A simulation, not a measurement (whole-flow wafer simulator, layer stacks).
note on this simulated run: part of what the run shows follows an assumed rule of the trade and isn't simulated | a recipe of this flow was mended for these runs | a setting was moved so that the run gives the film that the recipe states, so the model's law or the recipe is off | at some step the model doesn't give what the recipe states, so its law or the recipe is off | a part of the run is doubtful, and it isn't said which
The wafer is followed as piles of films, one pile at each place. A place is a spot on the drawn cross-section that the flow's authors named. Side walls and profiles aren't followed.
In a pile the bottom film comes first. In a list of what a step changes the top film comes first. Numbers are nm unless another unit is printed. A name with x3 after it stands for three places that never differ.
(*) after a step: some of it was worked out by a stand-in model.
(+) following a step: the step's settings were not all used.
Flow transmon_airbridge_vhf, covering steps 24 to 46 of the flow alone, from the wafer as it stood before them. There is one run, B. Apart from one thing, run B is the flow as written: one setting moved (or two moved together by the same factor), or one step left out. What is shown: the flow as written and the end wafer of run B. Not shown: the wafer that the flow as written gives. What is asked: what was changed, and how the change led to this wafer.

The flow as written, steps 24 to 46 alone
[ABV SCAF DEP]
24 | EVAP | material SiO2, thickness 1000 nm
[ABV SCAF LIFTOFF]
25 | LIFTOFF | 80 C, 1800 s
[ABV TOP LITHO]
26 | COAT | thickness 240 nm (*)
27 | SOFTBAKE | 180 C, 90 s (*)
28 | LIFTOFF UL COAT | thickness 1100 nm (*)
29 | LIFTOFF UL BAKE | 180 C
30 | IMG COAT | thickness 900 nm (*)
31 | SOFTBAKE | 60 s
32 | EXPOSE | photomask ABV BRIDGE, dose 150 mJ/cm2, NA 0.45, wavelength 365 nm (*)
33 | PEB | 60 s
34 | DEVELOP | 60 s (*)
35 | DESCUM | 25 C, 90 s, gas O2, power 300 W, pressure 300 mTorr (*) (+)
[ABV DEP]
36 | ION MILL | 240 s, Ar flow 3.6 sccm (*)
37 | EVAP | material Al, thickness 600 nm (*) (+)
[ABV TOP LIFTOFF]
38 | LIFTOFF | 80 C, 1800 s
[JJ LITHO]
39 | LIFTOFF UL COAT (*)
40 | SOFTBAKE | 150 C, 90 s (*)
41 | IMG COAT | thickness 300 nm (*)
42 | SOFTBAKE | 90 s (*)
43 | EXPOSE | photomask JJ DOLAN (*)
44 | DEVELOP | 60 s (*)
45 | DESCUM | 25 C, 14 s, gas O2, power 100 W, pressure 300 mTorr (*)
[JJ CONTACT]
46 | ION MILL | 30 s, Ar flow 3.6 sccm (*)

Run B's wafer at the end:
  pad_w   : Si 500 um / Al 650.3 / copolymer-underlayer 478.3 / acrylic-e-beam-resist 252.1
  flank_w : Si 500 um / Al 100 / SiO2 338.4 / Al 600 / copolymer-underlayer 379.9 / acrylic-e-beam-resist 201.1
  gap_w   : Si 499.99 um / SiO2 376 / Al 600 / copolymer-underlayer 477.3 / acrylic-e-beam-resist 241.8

What caused this: step 24, EVAP: thickness 400 nm was run, though the flow has thickness 1000 nm.

Step by step, how the change led to this:
  24 | EVAP | material SiO2, thickness 1000 nm
      field x3, jj_line, ground_far and 10 more: +400 SiO2 (new film) (it would be, as written: +1000 SiO2 (new film))
      flank_w, flank_e: +362.3 SiO2 (new film) (it would be, as written: +905.8 SiO2 (new film))
  25 | LIFTOFF | 80 C, 1800 s
      field x3, jj_line, trace_open_s x2: -400 SiO2 (all of it), -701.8 i-line-resist (all of it), -1100 lift-off-underlayer (all of it), -240 acrylic-e-beam-resist (all of it) (it would be, as written: -1000 SiO2 (all of it), -701.8 i-line-resist (all of it), -1100 lift-off-underlayer (all of it), -240 acrylic-e-beam-resist (all of it))
      pad_w, pad_e: -400 SiO2 (all of it), -696.3 i-line-resist (all of it), -1089.9 lift-off-underlayer (all of it), -239.3 acrylic-e-beam-resist (all of it) (it would be, as written: -1000 SiO2 (all of it), -696.3 i-line-resist (all of it), -1089.9 lift-off-underlayer (all of it), -239.3 acrylic-e-beam-resist (all of it))
      (and at 1 other place as well)
  26 | COAT | thickness 240 nm (*)
      flank_w, flank_e: +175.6 acrylic-e-beam-resist (new film) (it would be, as written: +155.2 acrylic-e-beam-resist (new film))
      gap_w, gap_e: +236.5 acrylic-e-beam-resist (new film) (it would be, as written: +211.2 acrylic-e-beam-resist (new film))
      (and at 7 other places as well)
  28 | LIFTOFF UL COAT | thickness 1100 nm (*)
      margin_s, margin_n: +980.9 lift-off-underlayer (new film) (it would be, as written: +823.4 lift-off-underlayer (new film))
      pad_w: +1151.1 lift-off-underlayer (new film) (it would be, as written: +1246.2 lift-off-underlayer (new film))
      (and at 7 other places as well)
  30 | IMG COAT | thickness 900 nm (*)
      gap_w, gap_e: +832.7 i-line-resist (new film) (it would be, as written: +685.3 i-line-resist (new film))
      margin_s, margin_n: +790.2 i-line-resist (new film) (it would be, as written: +603.2 i-line-resist (new film))
      (and at 7 other places as well)
  31 | SOFTBAKE | 60 s
      flank_w, flank_e: -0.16 i-line-resist (it would be, as written: -0.67 i-line-resist)
  33 | PEB | 60 s
      flank_w, flank_e: -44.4 i-line-resist (it would be, as written: -38.8 i-line-resist)
      gap_w, gap_e: -42.9 i-line-resist (it would be, as written: -35 i-line-resist)
      (and at 7 other places as well)
  34 | DEVELOP | 60 s (*)
      pad_w: -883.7 i-line-resist (all of it), -1151.1 lift-off-underlayer (all of it) (it would be, as written: -937.3 i-line-resist (all of it), -1246.2 lift-off-underlayer (all of it))
      flank_w: -815 i-line-resist (all of it), -986.1 lift-off-underlayer (all of it) (it would be, as written: -716.4 i-line-resist (all of it), -832.3 lift-off-underlayer (all of it))
      (and at 6 other places as well)
  35 | DESCUM | 25 C, 90 s, gas O2, power 300 W, pressure 300 mTorr (*) (+)
      field x3, jj_line, ground_far, trace_open_s x2, margin_s, margin_n: -155.2 i-line-resist (it would be, as written: -167.2 i-line-resist)
      flank_w, flank_e: -175.6 acrylic-e-beam-resist (all of it) (it would be, as written: -155.2 acrylic-e-beam-resist (all of it))
      (and at 6 other places as well)
  38 | LIFTOFF | 80 C, 1800 s
      margin_s, margin_n: -600 Al (all of it), -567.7 i-line-resist (all of it), -980.9 lift-off-underlayer (all of it), -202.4 acrylic-e-beam-resist (all of it) (it would be, as written: -600 Al (all of it), -378.2 i-line-resist (all of it), -823.4 lift-off-underlayer (all of it), -168.6 acrylic-e-beam-resist (all of it))
      ground_far: -600 Al (all of it), -714.3 i-line-resist (all of it), -1115.8 lift-off-underlayer (all of it), -244.8 acrylic-e-beam-resist (all of it) (it would be, as written: -600 Al (all of it), -776.6 i-line-resist (all of it), -1134.8 lift-off-underlayer (all of it), -250.1 acrylic-e-beam-resist (all of it))
  39 | LIFTOFF UL COAT (*)
      pad_w, pad_e: +478.3 copolymer-underlayer (new film) (it would be, as written: +513.6 copolymer-underlayer (new film))
      flank_w, flank_e: +379.9 copolymer-underlayer (new film) (it would be, as written: +308 copolymer-underlayer (new film))
      (and at 6 other places as well)
  41 | IMG COAT | thickness 300 nm (*)
      pad_w, pad_e: +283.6 acrylic-e-beam-resist (new film) (it would be, as written: +300.2 acrylic-e-beam-resist (new film))
      flank_w, flank_e: +232.6 acrylic-e-beam-resist (new film) (it would be, as written: +217.1 acrylic-e-beam-resist (new film))
      (and at 6 other places as well)
